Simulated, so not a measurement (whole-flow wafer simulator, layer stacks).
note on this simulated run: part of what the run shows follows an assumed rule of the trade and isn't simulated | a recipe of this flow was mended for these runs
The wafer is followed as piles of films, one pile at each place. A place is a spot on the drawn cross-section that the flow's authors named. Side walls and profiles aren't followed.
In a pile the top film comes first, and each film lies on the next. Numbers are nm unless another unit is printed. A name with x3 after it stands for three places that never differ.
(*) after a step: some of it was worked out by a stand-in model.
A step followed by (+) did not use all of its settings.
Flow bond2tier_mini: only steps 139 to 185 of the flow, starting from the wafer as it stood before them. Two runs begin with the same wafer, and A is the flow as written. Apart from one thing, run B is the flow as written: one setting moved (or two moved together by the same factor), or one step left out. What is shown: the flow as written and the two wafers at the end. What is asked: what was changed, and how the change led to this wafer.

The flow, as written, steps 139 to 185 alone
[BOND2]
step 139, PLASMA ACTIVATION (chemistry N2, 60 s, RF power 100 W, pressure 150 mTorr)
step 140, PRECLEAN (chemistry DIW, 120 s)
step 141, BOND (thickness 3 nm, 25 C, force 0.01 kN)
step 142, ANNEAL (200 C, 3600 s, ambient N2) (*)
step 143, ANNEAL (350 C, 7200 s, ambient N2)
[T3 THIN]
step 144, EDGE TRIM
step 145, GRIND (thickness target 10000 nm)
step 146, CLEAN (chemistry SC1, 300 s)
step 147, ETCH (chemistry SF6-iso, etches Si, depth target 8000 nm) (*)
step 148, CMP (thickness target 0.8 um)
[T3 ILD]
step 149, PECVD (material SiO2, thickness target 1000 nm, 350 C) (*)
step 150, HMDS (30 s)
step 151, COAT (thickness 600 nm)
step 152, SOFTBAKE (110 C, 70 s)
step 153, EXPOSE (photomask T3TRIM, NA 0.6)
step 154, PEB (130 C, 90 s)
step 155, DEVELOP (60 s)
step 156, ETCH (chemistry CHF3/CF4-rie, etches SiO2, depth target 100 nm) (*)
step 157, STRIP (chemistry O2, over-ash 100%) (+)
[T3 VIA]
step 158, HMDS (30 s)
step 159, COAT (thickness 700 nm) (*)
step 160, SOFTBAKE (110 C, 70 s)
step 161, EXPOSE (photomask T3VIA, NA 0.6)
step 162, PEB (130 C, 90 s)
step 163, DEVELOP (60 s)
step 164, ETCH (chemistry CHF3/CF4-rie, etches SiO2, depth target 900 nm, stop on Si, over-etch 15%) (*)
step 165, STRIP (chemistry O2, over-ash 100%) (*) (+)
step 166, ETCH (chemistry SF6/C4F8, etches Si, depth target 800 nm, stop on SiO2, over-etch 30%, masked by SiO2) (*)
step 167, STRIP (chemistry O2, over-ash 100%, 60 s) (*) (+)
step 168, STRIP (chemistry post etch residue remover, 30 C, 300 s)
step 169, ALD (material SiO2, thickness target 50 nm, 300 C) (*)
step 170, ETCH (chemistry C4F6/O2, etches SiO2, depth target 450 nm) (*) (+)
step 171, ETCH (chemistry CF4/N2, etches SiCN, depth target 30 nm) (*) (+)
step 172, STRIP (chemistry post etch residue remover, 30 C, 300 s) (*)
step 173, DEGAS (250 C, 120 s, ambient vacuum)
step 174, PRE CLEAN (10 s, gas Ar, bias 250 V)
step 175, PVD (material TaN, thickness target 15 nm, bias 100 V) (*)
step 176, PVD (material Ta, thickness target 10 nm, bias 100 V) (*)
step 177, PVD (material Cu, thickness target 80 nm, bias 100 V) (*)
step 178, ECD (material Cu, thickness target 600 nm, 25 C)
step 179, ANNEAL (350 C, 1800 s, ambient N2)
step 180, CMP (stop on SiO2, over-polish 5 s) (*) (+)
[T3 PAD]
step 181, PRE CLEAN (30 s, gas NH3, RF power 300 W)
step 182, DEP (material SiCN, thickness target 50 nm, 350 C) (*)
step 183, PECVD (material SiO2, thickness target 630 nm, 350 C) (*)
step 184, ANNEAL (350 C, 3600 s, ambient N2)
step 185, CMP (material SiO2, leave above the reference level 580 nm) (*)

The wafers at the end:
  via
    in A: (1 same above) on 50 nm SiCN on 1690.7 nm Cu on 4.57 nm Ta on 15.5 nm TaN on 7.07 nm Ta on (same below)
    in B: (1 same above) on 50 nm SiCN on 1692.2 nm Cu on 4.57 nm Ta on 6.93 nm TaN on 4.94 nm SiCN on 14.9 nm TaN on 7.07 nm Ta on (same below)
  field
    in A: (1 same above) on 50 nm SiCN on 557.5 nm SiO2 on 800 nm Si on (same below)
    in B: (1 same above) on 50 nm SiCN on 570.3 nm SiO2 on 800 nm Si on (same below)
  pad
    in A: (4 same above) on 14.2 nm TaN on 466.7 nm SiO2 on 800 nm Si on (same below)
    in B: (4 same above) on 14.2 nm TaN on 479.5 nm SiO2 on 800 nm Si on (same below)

What caused this: step 171, ETCH: depth target 10.8 nm was run, though the flow has depth target 30 nm.

How this came from the change, step by step:
  step 171, ETCH (chemistry CF4/N2, etches SiCN, depth target 30 nm) (*) (+)
      via: A -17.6 SiCN (all of it), -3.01 TaN | B -10.8 SiCN
      field, pad: A -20 SiO2 | B -7.2 SiO2
  step 174, PRE CLEAN (10 s, gas Ar, bias 250 V)
      via: A -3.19 TaN | B -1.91 SiCN
  step 175, PVD (material TaN, thickness target 15 nm, bias 100 V) (*)
      via: A +6.94 TaN | B +6.93 TaN (new film)
With metal films that touch counted as one body, via has 2 bodies (between them, from the top down: SiCN 4.94); the flow as written gives 1 body.
